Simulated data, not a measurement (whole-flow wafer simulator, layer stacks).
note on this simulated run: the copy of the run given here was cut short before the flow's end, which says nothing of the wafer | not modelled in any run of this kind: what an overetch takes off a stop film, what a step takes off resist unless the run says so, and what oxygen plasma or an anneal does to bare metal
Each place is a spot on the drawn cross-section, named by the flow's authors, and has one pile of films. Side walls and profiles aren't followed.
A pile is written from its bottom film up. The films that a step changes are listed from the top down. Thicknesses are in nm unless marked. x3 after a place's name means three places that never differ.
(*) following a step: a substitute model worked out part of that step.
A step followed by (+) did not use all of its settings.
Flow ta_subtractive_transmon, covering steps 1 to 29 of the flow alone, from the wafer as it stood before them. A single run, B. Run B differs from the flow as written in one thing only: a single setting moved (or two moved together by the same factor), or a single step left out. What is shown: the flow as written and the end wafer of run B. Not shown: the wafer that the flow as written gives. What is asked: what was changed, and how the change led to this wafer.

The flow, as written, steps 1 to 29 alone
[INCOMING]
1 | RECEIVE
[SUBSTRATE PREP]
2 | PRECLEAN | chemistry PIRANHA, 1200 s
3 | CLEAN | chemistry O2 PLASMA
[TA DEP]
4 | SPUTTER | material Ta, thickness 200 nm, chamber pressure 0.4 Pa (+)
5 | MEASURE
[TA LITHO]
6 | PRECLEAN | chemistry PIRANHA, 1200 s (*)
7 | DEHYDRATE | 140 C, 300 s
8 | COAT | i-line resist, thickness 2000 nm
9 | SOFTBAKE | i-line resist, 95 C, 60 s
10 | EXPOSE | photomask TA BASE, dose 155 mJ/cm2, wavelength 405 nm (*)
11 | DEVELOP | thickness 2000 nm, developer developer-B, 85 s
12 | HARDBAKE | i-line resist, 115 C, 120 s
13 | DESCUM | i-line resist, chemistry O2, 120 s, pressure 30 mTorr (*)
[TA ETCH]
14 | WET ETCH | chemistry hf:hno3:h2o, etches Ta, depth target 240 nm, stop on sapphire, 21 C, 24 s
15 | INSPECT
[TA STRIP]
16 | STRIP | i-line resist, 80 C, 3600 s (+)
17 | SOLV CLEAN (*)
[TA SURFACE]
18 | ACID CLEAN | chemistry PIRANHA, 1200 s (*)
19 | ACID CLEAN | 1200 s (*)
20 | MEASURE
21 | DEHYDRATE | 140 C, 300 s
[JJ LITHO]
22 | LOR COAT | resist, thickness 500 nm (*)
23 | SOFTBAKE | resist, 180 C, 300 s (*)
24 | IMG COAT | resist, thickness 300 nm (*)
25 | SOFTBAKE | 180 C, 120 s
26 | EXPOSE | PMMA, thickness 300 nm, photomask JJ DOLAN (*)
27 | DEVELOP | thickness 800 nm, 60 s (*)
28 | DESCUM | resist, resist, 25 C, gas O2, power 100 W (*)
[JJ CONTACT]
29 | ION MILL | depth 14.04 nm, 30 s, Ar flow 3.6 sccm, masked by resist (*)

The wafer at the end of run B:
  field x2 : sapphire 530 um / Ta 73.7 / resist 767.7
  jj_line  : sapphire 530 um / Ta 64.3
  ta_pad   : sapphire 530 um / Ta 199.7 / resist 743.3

The reason: step 14, WET ETCH: depth target 126 nm was run, though the flow has depth target 240 nm; step 14, WET ETCH: 12.6 s was run, where the flow has 24 s.

How this came from the change, step by step:
  14 | WET ETCH | chemistry hf:hno3:h2o, etches Ta, depth target 240 nm, stop on sapphire, 21 C, 24 s
      field x2, jj_line, lead: Ta loses 126 (it would be, as written: Ta loses 200 (all of it))
  22 | LOR COAT | resist, thickness 500 nm (*)
      lead: resist gains 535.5 (new film) (it would be, as written: resist gains 554.8 (new film))
      ta_contact: resist gains 463.3 (new film) (it would be, as written: resist gains 443.8 (new film))
  24 | IMG COAT | resist, thickness 300 nm (*)
      ta_pad: resist gains 288 (it would be, as written: resist gains 281.3)
  27 | DEVELOP | thickness 800 nm, 60 s (*)
      lead: resist loses 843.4 (all of it) (it would be, as written: resist loses 867.4 (all of it))
      ta_contact: resist loses 755.5 (all of it) (it would be, as written: resist loses 731.2 (all of it))
  29 | ION MILL | depth 14.04 nm, 30 s, Ar flow 3.6 sccm, masked by resist (*)
      jj_line, lead: Ta loses 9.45 (it would be, as written: sapphire loses 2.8)
With metal films that touch counted as one body, field x2 has 1 body; the flow as written gives 0 bodies.
With metal films that touch counted as one body, jj_line has 1 body; the flow as written gives 0 bodies.
